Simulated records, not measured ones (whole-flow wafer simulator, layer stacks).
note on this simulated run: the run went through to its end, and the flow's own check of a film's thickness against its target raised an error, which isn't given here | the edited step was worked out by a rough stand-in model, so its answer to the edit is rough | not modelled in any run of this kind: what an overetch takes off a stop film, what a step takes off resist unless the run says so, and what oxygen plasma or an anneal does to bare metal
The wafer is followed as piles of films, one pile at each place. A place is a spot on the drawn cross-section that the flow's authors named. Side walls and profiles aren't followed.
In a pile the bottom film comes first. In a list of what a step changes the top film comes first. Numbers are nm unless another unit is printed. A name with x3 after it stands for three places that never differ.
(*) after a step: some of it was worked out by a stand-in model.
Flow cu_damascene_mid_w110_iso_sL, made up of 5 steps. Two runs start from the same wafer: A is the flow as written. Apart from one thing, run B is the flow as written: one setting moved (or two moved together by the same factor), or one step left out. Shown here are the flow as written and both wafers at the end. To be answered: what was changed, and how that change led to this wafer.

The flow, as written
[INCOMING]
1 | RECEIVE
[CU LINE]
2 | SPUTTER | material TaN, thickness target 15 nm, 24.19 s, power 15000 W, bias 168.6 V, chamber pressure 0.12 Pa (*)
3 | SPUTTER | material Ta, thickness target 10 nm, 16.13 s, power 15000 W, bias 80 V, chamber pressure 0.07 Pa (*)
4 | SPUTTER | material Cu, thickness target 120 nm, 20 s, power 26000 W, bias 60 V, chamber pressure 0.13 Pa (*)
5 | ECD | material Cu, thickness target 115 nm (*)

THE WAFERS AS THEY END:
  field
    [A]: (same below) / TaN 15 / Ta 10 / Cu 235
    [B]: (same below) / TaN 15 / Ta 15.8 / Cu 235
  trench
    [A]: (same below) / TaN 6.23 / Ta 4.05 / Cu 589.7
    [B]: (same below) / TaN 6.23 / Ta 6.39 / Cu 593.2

Cause: step 3, SPUTTER: thickness target 15.8 nm was run, whereas the flow has thickness target 10 nm; step 3, SPUTTER: 25.4 s was run, where the flow has 16.13 s.
One can read it off the wafer: field has Ta 15.8, and step 3 as written asks for 10 nm.

The path from the change to this, step by step:
  3 | SPUTTER | material Ta, thickness target 10 nm, 16.13 s, power 15000 W, bias 80 V, chamber pressure 0.07 Pa (*)
      field: A Ta gains 10 (new film) | B Ta gains 15.8 (new film)
      trench: A Ta gains 4.05 (new film) | B Ta gains 6.39 (new film)
